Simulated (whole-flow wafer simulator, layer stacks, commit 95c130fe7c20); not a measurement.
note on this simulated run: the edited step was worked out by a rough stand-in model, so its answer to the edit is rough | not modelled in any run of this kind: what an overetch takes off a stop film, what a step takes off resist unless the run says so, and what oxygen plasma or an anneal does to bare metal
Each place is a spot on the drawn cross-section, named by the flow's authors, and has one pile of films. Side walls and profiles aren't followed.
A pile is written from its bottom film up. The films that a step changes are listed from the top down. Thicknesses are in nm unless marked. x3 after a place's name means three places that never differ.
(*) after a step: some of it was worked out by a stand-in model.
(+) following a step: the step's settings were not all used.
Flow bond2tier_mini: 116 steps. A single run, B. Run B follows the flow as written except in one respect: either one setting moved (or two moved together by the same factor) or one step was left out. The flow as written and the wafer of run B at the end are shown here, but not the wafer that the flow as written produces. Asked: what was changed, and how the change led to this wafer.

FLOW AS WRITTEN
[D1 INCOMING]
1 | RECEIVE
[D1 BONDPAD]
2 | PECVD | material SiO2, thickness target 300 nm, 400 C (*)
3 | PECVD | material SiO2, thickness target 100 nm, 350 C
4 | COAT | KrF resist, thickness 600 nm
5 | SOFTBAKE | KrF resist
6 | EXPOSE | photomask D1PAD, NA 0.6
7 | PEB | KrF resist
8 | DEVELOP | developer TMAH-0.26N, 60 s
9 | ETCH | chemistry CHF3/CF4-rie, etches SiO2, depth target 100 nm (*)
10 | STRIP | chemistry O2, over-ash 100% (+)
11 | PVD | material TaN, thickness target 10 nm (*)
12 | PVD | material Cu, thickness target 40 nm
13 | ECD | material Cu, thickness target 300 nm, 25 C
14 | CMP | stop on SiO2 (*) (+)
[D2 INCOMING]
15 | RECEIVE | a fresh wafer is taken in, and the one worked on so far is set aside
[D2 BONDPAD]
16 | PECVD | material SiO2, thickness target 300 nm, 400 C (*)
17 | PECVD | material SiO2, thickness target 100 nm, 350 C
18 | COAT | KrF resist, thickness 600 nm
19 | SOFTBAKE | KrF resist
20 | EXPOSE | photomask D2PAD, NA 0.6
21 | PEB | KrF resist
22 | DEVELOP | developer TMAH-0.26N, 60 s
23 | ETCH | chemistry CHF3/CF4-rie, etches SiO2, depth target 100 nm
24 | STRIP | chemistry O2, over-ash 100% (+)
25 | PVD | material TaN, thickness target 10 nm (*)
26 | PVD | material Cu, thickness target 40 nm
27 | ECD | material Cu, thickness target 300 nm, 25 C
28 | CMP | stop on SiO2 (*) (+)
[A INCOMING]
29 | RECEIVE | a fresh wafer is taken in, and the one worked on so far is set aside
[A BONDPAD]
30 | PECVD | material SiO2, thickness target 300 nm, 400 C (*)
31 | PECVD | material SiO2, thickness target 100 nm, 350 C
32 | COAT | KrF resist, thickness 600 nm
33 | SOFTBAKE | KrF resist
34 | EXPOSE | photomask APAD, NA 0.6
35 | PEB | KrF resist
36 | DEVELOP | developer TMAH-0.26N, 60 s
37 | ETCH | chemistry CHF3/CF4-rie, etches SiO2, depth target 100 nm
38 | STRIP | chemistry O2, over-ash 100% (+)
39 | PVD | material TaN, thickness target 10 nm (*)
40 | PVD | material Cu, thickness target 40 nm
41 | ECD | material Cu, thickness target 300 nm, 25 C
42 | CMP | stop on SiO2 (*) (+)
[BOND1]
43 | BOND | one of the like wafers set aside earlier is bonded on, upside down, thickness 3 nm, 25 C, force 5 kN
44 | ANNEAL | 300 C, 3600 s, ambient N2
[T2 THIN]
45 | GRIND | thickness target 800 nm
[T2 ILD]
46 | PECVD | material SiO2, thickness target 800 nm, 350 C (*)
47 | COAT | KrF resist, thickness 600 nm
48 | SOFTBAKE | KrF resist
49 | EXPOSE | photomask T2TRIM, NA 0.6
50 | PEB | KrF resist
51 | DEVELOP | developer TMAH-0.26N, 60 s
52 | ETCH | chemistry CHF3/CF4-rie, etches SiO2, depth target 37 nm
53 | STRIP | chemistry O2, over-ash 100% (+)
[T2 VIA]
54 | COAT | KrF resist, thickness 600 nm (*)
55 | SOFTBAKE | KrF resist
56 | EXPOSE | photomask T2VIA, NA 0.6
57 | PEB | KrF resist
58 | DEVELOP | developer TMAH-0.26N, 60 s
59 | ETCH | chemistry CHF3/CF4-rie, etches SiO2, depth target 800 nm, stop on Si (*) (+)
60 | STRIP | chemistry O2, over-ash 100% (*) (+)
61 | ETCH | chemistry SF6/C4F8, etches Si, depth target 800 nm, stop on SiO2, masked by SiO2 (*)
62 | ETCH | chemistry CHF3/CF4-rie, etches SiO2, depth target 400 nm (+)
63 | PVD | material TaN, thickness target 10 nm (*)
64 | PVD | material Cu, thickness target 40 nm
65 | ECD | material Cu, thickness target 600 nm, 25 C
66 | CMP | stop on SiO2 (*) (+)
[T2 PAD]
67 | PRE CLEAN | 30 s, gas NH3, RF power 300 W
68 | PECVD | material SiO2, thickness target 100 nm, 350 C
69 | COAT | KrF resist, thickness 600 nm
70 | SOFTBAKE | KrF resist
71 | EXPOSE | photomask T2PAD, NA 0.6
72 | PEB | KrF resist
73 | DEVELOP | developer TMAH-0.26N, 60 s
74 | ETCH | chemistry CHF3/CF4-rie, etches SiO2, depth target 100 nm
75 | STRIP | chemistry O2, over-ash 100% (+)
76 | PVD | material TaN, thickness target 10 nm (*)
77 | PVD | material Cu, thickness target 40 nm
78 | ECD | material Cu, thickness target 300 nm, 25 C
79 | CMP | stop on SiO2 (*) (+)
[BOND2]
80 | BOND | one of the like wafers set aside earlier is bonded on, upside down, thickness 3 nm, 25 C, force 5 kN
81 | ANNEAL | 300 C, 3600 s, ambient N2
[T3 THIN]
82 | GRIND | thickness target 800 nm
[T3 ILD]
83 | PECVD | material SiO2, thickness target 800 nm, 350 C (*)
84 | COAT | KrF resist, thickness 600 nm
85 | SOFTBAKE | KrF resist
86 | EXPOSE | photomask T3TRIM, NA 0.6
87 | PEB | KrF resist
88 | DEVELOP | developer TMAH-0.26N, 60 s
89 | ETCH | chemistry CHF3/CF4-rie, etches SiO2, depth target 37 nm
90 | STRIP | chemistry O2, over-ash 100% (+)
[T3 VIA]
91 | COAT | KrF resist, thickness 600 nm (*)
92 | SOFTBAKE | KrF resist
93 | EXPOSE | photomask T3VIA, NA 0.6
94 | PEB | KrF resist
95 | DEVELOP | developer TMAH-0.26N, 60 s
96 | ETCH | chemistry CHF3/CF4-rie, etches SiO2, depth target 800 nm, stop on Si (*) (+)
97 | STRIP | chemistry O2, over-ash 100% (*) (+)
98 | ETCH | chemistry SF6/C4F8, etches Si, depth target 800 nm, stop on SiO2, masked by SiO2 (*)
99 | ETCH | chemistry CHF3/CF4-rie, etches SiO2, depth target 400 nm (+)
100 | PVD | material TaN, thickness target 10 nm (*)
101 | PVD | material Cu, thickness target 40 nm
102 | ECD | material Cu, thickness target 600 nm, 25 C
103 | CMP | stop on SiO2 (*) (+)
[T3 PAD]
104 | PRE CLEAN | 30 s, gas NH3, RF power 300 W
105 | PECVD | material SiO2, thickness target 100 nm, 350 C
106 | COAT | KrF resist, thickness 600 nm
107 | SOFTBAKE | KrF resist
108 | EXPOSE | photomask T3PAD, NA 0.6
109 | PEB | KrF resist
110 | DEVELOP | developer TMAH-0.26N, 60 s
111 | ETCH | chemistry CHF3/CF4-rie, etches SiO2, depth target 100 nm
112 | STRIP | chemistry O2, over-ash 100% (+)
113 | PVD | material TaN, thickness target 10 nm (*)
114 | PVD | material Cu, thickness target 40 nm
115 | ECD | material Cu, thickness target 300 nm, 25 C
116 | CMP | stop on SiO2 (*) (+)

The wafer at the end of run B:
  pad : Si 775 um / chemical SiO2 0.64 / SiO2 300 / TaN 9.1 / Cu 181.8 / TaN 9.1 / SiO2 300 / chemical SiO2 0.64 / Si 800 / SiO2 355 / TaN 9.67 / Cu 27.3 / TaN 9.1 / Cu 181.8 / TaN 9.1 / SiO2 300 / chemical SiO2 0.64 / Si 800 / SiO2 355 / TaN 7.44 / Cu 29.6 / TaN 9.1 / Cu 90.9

The reason: step 100, PVD: thickness target 7.7 nm was run, though the flow has thickness target 10 nm.

The path from the change to this, step by step:
  100 | PVD | material TaN, thickness target 10 nm (*)
      field: TaN gains 7.7 (new film) (it would be, as written: TaN gains 10 (new film))
      pad: TaN gains 7.44 (new film) (it would be, as written: TaN gains 9.67 (new film))
  103 | CMP | stop on SiO2 (*) (+)
      field: Cu loses 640 (all of it), TaN loses 7.7 (all of it) (it would be, as written: Cu loses 640 (all of it), TaN loses 10 (all of it))
